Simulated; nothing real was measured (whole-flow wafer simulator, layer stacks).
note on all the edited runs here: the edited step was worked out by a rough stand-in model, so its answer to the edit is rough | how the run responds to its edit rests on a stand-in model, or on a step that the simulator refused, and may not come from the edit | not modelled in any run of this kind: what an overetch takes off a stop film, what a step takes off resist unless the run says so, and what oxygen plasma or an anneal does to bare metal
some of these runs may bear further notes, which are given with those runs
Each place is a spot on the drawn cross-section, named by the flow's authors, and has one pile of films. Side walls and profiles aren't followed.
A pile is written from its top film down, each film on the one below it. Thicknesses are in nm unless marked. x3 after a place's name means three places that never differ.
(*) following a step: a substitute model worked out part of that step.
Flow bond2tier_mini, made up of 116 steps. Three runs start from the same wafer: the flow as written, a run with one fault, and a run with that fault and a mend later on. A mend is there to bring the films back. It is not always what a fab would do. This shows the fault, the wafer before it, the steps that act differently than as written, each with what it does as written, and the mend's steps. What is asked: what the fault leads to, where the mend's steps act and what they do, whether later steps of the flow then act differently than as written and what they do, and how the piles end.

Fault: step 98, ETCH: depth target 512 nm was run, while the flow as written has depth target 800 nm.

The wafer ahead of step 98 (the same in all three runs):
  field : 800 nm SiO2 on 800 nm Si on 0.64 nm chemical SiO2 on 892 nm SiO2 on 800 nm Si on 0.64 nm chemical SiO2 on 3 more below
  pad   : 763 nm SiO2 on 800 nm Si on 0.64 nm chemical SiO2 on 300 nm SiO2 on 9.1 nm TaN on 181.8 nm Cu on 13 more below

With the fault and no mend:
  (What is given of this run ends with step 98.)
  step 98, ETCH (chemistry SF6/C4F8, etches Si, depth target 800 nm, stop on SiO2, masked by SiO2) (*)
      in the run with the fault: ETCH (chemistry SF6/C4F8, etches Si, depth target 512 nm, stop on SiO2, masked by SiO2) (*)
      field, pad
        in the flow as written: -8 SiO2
        in the run with the fault: -5.12 SiO2
  The piles after step 98 are only slightly different from the flow's at the places that both follow, by no more than 2% or 0.5 nm, whichever is larger.

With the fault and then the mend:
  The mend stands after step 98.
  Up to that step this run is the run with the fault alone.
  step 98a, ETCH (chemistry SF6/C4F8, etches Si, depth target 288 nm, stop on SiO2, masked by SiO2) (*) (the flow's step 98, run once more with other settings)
      field, pad
        -2.88 SiO2
  Every later step of the flow that is run acts as written at every place that is followed.
  The piles end the same as the flow's at every place that both follow.
